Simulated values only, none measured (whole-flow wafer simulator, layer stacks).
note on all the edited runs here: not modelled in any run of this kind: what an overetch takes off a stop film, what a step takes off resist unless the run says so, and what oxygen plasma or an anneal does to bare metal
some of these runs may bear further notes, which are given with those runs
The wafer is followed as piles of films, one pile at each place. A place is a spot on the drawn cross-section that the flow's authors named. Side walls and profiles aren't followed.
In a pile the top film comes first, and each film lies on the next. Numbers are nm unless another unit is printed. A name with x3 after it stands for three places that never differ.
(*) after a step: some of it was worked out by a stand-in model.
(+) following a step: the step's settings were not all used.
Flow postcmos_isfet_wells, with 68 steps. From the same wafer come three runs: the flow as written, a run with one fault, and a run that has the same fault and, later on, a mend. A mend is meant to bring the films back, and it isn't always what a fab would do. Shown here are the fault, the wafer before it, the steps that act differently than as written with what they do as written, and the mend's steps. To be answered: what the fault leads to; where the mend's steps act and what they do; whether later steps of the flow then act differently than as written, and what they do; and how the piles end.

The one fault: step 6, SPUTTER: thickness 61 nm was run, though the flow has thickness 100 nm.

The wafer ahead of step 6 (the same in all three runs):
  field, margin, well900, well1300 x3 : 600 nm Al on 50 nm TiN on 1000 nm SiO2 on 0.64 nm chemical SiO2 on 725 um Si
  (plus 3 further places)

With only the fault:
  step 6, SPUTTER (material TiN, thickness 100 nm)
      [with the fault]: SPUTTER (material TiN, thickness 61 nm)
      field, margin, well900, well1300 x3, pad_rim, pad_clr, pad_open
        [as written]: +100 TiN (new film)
        [with the fault]: +61 TiN (new film)
  Steps later in the flow that act otherwise than as written (1 other step is not shown; it differs only slightly, by no more than 2% or 0.5 nm, whichever is larger):
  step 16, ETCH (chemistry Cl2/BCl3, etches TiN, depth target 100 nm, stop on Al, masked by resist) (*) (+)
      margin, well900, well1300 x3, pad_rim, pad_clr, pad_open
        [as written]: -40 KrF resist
        [with the fault]: -36.6 KrF resist
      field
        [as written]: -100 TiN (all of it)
        [with the fault]: -61 TiN (all of it)
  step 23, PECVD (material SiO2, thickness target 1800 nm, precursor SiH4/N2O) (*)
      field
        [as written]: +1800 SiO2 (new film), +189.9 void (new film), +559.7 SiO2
        [with the fault]: +1800 SiO2 (new film), +160.8 void (new film), +549.8 SiO2
  At field, margin, well900, well1300 x3, pad_rim, pad_clr, pad_open, the piles at the end differ from the flow's by more than 2% or 0.5 nm, whichever is larger.
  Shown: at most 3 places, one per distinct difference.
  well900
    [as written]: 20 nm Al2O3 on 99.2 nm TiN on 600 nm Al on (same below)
    [with the fault]: 20 nm Al2O3 on 60.2 nm TiN on 600 nm Al on (same below)
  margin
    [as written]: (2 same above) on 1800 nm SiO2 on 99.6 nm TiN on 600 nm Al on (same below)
    [with the fault]: (2 same above) on 1800 nm SiO2 on 60.6 nm TiN on 600 nm Al on (same below)
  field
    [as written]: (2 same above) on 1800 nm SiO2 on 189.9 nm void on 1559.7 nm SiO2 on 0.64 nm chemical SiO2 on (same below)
    [with the fault]: (2 same above) on 1800 nm SiO2 on 160.8 nm void on 1549.8 nm SiO2 on 0.64 nm chemical SiO2 on (same below)

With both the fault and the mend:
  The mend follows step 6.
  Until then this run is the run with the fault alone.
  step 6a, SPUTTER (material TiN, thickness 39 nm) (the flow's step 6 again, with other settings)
      field, margin, well900, well1300 x3, pad_rim, pad_clr, pad_open
        +39 TiN
  Every later step of the flow that is run acts as written at every place that is followed.
  By the end, the piles equal the flow's at every place that both follow.
